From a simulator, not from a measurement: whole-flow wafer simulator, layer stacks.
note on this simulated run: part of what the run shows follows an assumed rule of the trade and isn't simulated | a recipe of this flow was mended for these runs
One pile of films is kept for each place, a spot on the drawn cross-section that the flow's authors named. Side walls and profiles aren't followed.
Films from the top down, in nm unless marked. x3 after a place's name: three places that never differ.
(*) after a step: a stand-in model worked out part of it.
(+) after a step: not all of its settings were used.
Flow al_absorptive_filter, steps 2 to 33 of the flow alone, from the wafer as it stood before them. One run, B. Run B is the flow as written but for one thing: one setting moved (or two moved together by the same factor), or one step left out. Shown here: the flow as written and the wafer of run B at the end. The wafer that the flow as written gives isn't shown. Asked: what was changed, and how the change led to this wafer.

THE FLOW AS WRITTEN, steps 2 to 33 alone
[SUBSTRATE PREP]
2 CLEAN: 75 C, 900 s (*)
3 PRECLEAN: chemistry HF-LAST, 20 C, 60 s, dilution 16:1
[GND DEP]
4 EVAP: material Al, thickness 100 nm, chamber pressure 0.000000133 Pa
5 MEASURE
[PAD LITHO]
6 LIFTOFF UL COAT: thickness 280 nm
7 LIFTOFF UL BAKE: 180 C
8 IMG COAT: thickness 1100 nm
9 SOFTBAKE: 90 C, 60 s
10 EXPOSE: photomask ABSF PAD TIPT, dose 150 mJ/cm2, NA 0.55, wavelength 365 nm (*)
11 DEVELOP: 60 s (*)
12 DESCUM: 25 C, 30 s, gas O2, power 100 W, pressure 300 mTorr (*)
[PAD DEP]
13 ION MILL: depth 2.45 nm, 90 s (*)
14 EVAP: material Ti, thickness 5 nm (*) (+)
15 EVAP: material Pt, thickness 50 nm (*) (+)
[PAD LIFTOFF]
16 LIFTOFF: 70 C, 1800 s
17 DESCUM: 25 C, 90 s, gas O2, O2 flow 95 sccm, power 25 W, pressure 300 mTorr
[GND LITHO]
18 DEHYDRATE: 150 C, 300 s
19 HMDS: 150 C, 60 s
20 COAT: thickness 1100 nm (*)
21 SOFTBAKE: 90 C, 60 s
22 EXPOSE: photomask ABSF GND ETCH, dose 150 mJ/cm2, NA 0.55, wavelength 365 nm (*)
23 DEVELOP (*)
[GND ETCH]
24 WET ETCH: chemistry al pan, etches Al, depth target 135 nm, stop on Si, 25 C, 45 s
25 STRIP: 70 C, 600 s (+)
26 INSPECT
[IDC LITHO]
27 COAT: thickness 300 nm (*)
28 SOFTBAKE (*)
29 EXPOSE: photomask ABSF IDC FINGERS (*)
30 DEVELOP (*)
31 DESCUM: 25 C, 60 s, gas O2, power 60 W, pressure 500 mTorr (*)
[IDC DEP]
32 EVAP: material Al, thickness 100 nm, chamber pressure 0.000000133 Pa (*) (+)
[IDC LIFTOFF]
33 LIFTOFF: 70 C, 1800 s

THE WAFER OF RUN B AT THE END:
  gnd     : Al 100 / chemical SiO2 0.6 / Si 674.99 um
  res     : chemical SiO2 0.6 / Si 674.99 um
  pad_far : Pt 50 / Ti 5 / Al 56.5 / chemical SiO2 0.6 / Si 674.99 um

The cause: step 3, PRECLEAN: chemistry HF-LAST, 20 C, 60 s, dilution 16:1, was left out.

How the change led to this, step by step:
  31 DESCUM: 25 C, 60 s, gas O2, power 60 W, pressure 500 mTorr (*)
      idc_line: chemical SiO2 +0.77, Si -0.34 (as written it would be: chemical SiO2 +1.37 (new film), Si -0.6)
